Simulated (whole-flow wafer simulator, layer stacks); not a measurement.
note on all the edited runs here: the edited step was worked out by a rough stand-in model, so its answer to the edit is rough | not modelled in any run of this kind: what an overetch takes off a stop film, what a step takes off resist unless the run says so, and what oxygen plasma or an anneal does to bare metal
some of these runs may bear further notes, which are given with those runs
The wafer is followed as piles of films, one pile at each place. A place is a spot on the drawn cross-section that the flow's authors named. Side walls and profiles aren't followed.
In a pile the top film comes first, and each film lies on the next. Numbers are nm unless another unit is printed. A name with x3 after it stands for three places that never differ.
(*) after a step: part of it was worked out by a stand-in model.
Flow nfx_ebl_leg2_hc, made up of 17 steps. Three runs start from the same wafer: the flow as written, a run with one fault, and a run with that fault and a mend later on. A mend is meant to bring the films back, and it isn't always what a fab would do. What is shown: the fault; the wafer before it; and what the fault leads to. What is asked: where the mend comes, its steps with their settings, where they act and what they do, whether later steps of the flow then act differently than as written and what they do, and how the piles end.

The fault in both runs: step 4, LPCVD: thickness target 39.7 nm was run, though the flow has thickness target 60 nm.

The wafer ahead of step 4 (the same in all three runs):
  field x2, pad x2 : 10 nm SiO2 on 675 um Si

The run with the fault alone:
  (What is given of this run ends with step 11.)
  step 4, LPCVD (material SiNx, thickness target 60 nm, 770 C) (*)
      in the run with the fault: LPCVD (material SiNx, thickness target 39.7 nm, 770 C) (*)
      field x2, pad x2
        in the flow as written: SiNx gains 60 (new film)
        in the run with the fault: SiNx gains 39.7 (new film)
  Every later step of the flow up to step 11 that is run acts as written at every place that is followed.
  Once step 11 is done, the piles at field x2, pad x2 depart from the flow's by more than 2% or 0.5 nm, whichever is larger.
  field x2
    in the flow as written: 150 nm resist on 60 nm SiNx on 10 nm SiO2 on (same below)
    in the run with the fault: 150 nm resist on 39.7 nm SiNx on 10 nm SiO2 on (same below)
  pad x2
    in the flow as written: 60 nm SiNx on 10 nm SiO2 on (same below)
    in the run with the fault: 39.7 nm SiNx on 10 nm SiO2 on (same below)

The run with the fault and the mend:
  After step 5 comes the mend.
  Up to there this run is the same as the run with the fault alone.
  step 5a, ETCH (chemistry h3po4, depth target 45.66 nm)
      field x2, pad x2
        SiNx loses 39.7 (all of it)
  step 5b, CLEAN (chemistry SC1/SC2) (the flow's step 2 again)
      leaves every film unchanged at each place that is followed
  step 5c, LPCVD (material SiNx, thickness target 60 nm, 770 C) (*) (the flow's step 4 again)
      field x2, pad x2
        SiNx gains 60 (new film)
  Every later step of the flow that is run acts as written at every place that is followed.
  By the end, the piles equal the flow's at every place that both follow.
